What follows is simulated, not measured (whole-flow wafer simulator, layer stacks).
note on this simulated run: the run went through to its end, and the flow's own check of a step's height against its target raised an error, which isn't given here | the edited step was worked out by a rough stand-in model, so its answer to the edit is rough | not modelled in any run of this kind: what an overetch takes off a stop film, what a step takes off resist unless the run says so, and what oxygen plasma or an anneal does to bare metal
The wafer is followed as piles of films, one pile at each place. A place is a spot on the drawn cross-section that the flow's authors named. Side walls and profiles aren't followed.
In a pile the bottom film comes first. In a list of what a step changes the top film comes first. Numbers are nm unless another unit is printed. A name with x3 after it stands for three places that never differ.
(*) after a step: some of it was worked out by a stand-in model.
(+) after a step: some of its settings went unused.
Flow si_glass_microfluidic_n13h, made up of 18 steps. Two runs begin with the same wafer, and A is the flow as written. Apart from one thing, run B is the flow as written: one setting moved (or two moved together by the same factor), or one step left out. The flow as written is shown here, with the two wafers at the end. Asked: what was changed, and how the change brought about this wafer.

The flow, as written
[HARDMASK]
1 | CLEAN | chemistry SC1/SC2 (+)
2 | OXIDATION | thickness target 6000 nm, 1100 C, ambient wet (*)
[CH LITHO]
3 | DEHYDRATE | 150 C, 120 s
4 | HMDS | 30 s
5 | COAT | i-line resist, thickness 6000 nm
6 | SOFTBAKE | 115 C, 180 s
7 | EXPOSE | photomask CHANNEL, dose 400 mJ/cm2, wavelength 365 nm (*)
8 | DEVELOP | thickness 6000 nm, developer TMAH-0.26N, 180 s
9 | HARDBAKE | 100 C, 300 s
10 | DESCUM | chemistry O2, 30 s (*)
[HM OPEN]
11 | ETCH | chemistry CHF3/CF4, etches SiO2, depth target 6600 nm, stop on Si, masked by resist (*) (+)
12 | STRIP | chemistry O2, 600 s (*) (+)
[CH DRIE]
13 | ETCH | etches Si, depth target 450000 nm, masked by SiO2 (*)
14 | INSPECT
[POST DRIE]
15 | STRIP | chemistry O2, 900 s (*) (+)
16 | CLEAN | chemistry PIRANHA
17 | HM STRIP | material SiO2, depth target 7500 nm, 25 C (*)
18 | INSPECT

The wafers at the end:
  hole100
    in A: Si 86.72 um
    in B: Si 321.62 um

Cause: step 13, ETCH: depth target 213800 nm was run, while the flow as written has depth target 450000 nm.

The path from the change to this, step by step:
  13 | ETCH | etches Si, depth target 450000 nm, masked by SiO2 (*)
      land: A SiO2 loses 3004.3 | B SiO2 loses 1438.2
      hole100: A chemical SiO2 loses 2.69 (all of it), Si loses 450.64 um | B chemical SiO2 loses 2.69 (all of it), Si loses 215.74 um
  17 | HM STRIP | material SiO2, depth target 7500 nm, 25 C (*)
      land: A SiO2 loses 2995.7 (all of it) | B SiO2 loses 4561.8 (all of it)
